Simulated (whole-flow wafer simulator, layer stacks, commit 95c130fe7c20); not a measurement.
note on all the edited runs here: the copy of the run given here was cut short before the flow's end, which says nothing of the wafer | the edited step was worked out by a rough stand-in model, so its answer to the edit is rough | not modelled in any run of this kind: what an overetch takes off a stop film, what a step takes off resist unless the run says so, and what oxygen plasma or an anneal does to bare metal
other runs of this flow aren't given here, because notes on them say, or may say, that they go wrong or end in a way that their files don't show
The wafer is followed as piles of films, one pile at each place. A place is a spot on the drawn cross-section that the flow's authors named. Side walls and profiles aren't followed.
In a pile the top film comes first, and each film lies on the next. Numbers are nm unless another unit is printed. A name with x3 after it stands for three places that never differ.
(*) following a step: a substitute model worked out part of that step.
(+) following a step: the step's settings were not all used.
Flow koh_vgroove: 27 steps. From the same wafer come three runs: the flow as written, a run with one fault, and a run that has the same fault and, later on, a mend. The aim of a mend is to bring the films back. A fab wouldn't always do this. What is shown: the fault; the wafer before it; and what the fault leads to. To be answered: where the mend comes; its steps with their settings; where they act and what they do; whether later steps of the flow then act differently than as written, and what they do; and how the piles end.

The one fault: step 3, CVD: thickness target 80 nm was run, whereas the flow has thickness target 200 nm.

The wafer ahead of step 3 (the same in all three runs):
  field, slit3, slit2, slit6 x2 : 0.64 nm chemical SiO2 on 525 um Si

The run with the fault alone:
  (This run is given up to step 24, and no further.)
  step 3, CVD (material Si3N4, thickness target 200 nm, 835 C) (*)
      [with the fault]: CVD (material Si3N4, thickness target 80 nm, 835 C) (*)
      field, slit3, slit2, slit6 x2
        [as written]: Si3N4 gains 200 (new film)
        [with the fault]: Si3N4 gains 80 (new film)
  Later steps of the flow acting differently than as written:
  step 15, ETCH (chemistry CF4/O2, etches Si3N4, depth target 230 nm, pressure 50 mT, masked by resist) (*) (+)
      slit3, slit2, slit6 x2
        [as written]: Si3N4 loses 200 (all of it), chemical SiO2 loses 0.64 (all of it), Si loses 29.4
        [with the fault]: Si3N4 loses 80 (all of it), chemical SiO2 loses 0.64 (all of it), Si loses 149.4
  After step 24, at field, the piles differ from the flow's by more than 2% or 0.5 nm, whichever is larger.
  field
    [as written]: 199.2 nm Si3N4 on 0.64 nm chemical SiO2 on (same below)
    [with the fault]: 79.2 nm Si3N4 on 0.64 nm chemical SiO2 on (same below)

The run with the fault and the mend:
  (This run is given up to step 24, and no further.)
  After step 4 comes the mend.
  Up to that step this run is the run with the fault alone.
  step 4a, CVD (material Si3N4, thickness target 120 nm, 835 C) (*) (the flow's step 3, run once more with other settings)
      field, slit3, slit2, slit6 x2
        Si3N4 gains 120
  Later steps of the flow up to step 24 that are run all act as written at every place that is followed.
  The piles after step 24 are the same as the flow's at every place that both follow.
